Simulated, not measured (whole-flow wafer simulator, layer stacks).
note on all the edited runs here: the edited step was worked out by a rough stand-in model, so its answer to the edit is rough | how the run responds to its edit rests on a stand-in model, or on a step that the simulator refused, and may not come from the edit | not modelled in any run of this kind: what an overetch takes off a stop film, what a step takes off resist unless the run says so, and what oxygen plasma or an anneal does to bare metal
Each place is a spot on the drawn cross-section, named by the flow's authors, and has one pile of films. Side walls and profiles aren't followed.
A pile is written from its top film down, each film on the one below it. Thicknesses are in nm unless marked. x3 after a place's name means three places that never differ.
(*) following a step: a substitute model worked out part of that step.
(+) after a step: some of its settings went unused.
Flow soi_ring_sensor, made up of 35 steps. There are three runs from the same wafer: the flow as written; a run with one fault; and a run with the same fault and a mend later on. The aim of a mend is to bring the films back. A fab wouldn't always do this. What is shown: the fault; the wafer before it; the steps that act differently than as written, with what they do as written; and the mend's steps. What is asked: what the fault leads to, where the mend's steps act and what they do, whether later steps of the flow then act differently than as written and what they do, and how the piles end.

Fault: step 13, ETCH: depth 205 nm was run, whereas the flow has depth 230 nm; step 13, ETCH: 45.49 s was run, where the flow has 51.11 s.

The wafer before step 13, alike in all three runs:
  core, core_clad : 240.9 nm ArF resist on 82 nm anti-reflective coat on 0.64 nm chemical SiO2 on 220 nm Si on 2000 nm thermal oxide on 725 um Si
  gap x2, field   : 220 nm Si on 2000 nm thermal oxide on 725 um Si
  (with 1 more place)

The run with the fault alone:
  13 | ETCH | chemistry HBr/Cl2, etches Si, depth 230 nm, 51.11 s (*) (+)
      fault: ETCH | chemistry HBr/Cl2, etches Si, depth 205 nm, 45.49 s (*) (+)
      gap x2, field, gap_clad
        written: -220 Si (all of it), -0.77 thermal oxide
        fault: -205 Si
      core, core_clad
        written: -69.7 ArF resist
        fault: -62 ArF resist
  Steps later in the flow that act otherwise than as written:
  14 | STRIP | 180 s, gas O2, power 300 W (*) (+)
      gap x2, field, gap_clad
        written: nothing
        fault: +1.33 chemical SiO2 (new film), -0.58 Si
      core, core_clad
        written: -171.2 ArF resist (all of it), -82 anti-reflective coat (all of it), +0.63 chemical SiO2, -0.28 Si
        fault: -178.9 ArF resist (all of it), -82 anti-reflective coat (all of it), +0.62 chemical SiO2, -0.27 Si
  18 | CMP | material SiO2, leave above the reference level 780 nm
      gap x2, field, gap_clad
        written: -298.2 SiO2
        fault: -314.7 SiO2
  The piles end different from the flow's at field by more than 2% or 0.5 nm, whichever is larger.
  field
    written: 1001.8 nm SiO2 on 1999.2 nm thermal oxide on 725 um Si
    fault: 985.3 nm SiO2 on 1.33 nm chemical SiO2 on 14.4 nm Si on 2000 nm thermal oxide on 725 um Si

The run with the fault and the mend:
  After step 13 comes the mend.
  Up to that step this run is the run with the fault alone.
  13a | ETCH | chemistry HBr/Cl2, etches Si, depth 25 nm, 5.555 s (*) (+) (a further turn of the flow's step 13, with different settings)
      gap x2, field, gap_clad
        -15 Si (all of it), -0.77 thermal oxide
      core, core_clad
        -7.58 ArF resist
  Later steps of the flow that are run all act as written at every place that is followed, up to a difference of at most 2% or 0.5 nm, whichever is larger.
  At every place that both follow, the piles at the end match the flow's.
